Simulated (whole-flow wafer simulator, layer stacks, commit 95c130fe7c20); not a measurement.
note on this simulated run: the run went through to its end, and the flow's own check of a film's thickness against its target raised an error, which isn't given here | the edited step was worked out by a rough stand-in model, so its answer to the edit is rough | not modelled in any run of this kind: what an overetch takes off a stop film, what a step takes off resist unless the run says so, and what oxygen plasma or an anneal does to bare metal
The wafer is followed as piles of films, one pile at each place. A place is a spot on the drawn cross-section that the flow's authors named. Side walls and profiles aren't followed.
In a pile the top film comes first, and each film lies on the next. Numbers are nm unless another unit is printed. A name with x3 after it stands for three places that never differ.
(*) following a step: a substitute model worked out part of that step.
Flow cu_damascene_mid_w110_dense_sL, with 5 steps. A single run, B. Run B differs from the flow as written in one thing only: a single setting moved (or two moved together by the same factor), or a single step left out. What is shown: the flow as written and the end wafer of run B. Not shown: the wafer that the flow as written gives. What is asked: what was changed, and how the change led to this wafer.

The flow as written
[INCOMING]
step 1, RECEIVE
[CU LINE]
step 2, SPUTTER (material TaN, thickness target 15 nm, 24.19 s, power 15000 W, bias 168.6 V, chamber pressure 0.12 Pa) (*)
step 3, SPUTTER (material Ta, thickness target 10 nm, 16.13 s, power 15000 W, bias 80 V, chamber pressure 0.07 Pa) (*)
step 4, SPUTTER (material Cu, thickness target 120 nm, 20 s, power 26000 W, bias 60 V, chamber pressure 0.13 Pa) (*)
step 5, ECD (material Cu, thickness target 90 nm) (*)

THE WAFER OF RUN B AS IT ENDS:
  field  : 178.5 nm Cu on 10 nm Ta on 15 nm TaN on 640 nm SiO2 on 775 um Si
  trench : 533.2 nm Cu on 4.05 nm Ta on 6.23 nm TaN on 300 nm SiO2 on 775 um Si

The reason: step 5, ECD: thickness target 58.5 nm was run, whereas the flow has thickness target 90 nm.

Step by step, how the change led to this:
  step 5, ECD (material Cu, thickness target 90 nm) (*)
      field: Cu gains 58.5 (it would be, as written: Cu gains 90)
      trench: Cu gains 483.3 (it would be, as written: Cu gains 514.8)
